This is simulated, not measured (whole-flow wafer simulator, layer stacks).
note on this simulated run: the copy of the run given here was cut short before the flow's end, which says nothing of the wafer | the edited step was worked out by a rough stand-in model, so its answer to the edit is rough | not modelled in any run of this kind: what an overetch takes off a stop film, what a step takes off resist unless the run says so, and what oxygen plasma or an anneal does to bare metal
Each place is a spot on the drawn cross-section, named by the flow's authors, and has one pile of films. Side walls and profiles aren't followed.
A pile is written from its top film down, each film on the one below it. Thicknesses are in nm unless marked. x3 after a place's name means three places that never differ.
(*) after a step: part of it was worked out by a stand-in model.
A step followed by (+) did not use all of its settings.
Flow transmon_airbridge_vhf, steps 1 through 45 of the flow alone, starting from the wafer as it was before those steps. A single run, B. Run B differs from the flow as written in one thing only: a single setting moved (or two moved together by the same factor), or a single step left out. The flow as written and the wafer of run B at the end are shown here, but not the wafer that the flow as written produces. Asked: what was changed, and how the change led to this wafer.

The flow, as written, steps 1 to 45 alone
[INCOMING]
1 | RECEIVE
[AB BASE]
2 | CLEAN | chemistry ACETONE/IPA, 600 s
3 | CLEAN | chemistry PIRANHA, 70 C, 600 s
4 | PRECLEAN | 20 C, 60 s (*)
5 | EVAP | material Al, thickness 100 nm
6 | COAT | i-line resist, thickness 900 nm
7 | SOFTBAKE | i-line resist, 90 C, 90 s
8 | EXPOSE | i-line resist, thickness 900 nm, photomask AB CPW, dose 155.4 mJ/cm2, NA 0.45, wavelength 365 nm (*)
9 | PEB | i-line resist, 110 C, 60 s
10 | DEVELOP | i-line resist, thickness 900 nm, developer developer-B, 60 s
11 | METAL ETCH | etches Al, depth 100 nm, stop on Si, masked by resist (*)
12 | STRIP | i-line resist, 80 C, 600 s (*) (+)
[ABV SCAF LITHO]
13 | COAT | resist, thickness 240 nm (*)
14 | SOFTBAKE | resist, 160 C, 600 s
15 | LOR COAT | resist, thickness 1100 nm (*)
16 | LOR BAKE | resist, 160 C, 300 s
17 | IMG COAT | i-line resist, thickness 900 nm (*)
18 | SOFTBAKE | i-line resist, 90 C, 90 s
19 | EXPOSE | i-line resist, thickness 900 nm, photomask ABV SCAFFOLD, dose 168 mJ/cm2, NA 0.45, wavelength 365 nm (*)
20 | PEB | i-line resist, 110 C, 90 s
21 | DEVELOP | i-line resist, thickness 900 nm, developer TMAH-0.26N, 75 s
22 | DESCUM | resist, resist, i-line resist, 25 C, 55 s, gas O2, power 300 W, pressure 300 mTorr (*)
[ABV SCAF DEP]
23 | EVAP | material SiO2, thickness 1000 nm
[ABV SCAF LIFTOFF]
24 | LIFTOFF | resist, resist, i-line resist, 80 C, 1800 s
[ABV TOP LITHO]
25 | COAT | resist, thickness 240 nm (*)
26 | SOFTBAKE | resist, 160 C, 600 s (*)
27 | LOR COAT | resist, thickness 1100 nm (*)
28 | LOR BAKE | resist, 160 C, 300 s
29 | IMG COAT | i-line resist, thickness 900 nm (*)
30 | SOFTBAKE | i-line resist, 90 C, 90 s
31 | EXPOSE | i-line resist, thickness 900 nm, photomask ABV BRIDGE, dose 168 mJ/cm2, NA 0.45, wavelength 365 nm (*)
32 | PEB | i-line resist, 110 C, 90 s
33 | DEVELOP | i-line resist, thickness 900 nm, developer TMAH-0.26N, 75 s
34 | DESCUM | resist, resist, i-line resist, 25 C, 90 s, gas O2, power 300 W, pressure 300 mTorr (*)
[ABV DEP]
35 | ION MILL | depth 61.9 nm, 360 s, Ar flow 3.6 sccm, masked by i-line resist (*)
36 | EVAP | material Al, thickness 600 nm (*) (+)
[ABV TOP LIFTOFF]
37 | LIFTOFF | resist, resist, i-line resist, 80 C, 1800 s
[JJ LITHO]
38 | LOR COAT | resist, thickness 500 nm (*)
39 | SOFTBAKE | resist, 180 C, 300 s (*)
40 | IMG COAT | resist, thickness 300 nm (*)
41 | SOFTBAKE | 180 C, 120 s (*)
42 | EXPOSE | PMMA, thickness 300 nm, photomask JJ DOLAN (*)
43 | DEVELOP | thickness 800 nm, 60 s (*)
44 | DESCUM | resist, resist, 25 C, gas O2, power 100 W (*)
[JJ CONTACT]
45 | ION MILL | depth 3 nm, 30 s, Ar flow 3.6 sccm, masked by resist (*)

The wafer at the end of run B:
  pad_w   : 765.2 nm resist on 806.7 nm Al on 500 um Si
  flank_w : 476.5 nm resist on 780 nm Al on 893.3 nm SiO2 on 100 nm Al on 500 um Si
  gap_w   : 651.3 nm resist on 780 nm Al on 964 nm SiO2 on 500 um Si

Cause: step 36, EVAP: thickness 780 nm was run, whereas the flow has thickness 600 nm.
The wafer lets one read it off: flank_w has Al 780, and step 36 as written asks for 600 nm.

How this came from the change, step by step:
  36 | EVAP | material Al, thickness 600 nm (*) (+)
      field x3, jj_line, ground_far and 10 more: Al gains 780 (new film) (in the flow as written it would be: Al gains 600 (new film))
      pad_w, pad_e: Al gains 768.6 (in the flow as written it would be: Al gains 591.2)
  37 | LIFTOFF | resist, resist, i-line resist, 80 C, 1800 s
      field x3, jj_line, trace_open_s x2: Al loses 780 (all of it), i-line resist loses 600 (all of it), resist loses 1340 (all of it) (in the flow as written it would be: Al loses 600 (all of it), i-line resist loses 600 (all of it), resist loses 1340 (all of it))
      margin_s, margin_n: Al loses 780 (all of it), i-line resist loses 318.3 (all of it), resist loses 992 (all of it) (in the flow as written it would be: Al loses 600 (all of it), i-line resist loses 318.3 (all of it), resist loses 992 (all of it))
      (as well as at 1 more place)
  38 | LOR COAT | resist, thickness 500 nm (*)
      pad_w, pad_e: resist gains 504 (new film) (in the flow as written it would be: resist gains 517 (new film))
      margin_s, margin_n: resist gains 458.7 (new film) (in the flow as written it would be: resist gains 445.3 (new film))
      (as well as at 1 more place)
  40 | IMG COAT | resist, thickness 300 nm (*)
      pad_w, pad_e: resist gains 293 (in the flow as written it would be: resist gains 300.1)
      flank_w, flank_e: resist gains 206.2 (in the flow as written it would be: resist gains 212.1)
      (as well as at 4 more places)
